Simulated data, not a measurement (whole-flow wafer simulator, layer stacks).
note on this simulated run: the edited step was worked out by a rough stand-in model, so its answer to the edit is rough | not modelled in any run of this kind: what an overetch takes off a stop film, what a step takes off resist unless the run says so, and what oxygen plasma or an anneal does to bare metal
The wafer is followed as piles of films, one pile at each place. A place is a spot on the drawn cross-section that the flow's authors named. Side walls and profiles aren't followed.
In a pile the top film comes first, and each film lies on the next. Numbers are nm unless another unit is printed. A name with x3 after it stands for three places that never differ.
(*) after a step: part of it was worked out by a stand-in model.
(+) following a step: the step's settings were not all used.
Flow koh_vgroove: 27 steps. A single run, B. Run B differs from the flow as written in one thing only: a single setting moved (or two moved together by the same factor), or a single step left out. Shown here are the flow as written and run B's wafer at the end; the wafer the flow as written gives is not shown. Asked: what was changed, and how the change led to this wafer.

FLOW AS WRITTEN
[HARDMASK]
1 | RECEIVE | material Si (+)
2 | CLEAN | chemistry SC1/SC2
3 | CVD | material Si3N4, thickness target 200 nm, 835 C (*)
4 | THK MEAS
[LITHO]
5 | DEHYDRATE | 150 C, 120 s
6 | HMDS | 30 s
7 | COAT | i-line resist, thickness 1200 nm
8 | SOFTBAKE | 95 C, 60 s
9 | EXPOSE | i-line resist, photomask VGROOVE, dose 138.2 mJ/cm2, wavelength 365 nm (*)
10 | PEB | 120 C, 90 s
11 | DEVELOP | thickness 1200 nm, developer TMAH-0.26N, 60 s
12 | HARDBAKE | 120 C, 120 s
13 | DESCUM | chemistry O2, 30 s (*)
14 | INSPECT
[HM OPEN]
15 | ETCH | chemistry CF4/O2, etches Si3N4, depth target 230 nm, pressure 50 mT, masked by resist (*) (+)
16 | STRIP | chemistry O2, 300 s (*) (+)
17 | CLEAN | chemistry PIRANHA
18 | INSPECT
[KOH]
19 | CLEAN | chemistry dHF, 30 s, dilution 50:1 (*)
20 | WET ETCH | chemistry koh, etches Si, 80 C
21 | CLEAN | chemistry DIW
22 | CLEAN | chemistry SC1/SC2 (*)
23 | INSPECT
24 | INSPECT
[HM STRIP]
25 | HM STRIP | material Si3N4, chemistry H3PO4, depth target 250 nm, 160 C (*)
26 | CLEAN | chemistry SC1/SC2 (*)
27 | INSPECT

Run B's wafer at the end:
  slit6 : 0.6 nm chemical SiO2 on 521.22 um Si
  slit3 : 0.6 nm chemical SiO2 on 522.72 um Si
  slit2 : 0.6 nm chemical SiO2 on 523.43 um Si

The reason: step 15, ETCH: depth target 253 nm was run, while the flow as written has depth target 230 nm.

Step by step, how the change led to this:
  15 | ETCH | chemistry CF4/O2, etches Si3N4, depth target 230 nm, pressure 50 mT, masked by resist (*) (+)
      slit3, slit2, slit6, slit20: Si3N4 loses 200 (all of it), chemical SiO2 loses 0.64 (all of it), Si loses 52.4 (it would be, as written: Si3N4 loses 200 (all of it), chemical SiO2 loses 0.64 (all of it), Si loses 29.4)
      field: i-line resist loses 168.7 (it would be, as written: i-line resist loses 153.3)
